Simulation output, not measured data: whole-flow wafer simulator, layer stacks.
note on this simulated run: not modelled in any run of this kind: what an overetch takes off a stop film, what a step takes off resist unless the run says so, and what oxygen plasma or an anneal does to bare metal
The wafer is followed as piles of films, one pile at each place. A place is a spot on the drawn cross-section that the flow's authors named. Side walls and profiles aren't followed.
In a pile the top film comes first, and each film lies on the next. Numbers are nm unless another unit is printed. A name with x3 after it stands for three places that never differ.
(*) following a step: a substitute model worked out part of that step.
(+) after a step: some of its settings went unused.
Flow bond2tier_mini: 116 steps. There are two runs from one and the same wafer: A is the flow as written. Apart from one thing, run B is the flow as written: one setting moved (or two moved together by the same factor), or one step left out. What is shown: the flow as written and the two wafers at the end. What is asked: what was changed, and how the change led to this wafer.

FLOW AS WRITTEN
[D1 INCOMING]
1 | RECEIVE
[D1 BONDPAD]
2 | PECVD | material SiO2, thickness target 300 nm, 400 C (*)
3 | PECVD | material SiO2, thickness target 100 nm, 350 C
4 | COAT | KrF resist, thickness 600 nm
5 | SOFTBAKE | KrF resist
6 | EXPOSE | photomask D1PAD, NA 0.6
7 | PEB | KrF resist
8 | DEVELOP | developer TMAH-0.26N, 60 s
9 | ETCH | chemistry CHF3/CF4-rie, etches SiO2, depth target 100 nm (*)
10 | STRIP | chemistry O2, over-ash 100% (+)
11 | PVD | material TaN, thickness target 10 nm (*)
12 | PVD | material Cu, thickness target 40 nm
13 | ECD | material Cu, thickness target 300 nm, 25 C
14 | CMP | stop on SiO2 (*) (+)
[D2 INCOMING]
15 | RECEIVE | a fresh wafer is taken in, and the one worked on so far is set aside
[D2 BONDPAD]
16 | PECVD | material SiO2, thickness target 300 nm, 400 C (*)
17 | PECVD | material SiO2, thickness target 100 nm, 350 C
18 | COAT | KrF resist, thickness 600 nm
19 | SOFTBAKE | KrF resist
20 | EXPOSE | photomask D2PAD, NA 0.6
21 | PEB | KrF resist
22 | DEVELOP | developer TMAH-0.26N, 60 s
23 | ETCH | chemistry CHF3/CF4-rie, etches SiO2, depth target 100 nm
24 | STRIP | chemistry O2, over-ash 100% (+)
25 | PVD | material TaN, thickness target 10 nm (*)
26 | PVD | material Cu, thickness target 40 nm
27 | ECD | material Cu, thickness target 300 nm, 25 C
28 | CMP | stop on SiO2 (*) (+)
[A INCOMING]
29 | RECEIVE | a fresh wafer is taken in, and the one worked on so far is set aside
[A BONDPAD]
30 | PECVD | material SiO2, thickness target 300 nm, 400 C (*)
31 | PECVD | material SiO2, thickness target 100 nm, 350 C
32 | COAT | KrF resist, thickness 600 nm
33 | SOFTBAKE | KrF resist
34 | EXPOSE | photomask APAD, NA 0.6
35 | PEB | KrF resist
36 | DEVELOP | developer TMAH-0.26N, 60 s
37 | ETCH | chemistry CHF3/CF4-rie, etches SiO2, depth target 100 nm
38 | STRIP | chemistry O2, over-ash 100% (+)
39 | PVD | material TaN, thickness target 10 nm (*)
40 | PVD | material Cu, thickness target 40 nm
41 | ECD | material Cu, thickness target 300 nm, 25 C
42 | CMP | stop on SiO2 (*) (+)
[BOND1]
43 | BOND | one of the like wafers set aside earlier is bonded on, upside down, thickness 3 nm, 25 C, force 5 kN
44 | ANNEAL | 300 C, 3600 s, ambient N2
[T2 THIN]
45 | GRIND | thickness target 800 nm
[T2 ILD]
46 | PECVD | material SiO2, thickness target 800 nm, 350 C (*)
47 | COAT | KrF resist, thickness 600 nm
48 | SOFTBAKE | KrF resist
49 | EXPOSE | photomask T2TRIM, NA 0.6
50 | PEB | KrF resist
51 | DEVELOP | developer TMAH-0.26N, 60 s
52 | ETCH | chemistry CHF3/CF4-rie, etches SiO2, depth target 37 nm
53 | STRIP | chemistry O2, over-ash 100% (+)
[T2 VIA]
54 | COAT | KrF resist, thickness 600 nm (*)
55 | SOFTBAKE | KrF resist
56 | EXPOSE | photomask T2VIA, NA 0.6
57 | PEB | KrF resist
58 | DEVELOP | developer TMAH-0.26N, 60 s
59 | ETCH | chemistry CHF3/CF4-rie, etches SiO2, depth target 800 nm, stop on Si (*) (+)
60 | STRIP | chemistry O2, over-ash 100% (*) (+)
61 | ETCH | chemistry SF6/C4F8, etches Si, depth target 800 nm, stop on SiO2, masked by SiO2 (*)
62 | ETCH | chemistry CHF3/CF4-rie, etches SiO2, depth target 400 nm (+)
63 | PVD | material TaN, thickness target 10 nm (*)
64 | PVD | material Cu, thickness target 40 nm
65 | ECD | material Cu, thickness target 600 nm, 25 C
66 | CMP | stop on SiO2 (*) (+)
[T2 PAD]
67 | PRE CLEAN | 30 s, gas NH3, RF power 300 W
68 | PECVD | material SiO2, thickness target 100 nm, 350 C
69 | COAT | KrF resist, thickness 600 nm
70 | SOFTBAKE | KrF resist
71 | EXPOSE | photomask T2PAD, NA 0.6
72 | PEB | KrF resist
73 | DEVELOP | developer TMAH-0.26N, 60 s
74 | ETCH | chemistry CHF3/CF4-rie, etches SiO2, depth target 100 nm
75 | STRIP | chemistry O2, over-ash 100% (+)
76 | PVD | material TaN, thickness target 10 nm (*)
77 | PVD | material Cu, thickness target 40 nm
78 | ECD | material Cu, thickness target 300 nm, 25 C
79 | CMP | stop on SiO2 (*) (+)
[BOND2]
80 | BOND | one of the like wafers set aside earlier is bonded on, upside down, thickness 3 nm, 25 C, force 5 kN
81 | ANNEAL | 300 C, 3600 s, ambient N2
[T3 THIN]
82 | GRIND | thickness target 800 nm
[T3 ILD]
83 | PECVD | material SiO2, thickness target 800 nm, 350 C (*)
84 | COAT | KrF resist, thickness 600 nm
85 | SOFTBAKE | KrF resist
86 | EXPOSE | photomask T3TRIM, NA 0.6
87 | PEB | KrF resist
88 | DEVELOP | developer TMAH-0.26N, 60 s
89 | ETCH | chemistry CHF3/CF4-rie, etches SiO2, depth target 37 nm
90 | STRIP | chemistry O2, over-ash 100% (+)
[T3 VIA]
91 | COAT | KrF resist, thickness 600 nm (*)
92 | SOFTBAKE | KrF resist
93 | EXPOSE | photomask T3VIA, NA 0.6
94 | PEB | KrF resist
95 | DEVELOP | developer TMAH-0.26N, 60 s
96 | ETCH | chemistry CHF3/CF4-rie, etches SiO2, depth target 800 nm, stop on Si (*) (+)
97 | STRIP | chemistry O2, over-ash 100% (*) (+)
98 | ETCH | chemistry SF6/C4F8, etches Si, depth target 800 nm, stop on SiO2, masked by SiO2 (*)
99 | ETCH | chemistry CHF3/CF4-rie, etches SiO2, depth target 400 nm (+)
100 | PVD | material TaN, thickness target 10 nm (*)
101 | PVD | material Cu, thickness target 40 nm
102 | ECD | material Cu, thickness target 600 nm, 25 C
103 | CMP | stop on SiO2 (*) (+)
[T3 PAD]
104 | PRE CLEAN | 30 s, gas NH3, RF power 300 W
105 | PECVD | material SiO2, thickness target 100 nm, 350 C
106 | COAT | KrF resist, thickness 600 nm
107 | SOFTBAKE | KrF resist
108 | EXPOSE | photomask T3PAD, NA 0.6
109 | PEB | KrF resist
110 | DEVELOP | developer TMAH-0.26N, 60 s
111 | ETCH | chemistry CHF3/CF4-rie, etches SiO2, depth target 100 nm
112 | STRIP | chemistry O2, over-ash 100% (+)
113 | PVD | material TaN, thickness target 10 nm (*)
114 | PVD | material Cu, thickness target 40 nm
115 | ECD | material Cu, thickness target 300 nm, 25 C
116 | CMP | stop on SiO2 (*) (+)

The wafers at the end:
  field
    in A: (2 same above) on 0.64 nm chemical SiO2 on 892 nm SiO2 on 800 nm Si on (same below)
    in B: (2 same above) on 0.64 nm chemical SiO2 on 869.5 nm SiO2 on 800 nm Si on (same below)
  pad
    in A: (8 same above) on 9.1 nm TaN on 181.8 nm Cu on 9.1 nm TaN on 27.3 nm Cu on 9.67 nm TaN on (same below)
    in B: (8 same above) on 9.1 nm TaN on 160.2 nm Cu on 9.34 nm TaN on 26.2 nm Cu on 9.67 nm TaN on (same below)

What caused this: step 68, PECVD: thickness target 77.5 nm was run, while the flow as written has thickness target 100 nm.

The path from the change to this, step by step:
  68 | PECVD | material SiO2, thickness target 100 nm, 350 C
      field: A +100 SiO2 | B +77.5 SiO2
      pad: A +100 SiO2 (new film) | B +77.5 SiO2 (new film)
  74 | ETCH | chemistry CHF3/CF4-rie, etches SiO2, depth target 100 nm
      pad: A -100 SiO2 (all of it) | B -77.5 SiO2 (all of it), -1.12 Cu
  77 | PVD | material Cu, thickness target 40 nm
      pad: A +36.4 Cu (new film) | B +37.2 Cu (new film)
  78 | ECD | material Cu, thickness target 300 nm, 25 C
      pad: A +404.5 Cu | B +382.1 Cu
